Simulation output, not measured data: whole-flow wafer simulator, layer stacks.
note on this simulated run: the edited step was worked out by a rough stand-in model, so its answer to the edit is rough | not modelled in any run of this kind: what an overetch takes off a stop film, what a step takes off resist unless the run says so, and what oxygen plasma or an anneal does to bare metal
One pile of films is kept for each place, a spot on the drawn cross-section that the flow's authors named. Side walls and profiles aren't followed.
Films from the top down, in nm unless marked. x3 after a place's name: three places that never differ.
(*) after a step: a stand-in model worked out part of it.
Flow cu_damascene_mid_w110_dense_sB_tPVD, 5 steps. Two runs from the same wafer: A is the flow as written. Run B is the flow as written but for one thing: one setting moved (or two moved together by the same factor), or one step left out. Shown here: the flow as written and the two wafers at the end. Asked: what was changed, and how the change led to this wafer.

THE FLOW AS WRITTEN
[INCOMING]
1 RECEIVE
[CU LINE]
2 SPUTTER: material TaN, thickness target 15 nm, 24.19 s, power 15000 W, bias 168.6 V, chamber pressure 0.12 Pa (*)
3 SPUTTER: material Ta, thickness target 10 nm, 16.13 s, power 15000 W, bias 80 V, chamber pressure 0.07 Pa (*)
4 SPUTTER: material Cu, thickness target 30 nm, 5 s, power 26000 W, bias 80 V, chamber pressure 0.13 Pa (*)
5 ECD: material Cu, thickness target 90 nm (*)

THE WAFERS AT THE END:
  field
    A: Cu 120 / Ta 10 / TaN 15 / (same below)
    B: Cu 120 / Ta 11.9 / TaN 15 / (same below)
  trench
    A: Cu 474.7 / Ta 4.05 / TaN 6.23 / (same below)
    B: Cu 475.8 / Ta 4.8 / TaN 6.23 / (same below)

The cause: step 3, SPUTTER: 19.15 s was run, where the flow has 16.13 s.

How the change led to this, step by step:
  3 SPUTTER: material Ta, thickness target 10 nm, 16.13 s, power 15000 W, bias 80 V, chamber pressure 0.07 Pa (*)
      field: A Ta +10 (new film) | B Ta +11.9 (new film)
      trench: A Ta +4.05 (new film) | B Ta +4.8 (new film)
